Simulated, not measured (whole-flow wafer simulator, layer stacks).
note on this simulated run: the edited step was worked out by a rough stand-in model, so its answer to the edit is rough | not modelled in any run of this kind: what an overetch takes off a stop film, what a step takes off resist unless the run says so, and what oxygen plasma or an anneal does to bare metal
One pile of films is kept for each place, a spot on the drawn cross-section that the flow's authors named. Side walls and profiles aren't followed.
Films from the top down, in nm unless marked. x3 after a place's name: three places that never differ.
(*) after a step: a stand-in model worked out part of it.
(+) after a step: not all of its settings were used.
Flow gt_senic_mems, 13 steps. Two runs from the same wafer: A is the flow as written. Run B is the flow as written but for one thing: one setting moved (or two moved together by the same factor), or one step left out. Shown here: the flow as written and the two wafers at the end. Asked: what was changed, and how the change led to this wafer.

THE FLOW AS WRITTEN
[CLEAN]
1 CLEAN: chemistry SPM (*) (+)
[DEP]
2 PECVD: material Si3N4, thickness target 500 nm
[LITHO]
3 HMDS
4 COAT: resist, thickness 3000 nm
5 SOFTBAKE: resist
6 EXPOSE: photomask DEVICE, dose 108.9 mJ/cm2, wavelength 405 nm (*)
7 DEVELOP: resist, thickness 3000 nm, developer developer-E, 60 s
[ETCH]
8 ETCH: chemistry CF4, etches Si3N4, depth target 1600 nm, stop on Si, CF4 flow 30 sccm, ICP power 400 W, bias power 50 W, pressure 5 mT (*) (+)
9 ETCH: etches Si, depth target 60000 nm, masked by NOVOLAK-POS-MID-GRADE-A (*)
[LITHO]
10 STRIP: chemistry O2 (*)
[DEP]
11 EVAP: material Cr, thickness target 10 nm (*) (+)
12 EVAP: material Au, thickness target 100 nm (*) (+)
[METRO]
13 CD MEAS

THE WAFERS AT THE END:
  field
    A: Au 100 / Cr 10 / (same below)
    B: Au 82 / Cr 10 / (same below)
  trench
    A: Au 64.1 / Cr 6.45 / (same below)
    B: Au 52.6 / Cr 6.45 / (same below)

The cause: step 12, EVAP: thickness target 82 nm was run, where the flow has thickness target 100 nm.
It can be read off the wafer: field has Au 82, and step 12 as written asks for 100 nm.

How the change led to this, step by step:
  12 EVAP: material Au, thickness target 100 nm (*) (+)
      field: A Au +100 (new film) | B Au +82 (new film)
      trench: A Au +64.1 (new film) | B Au +52.6 (new film)
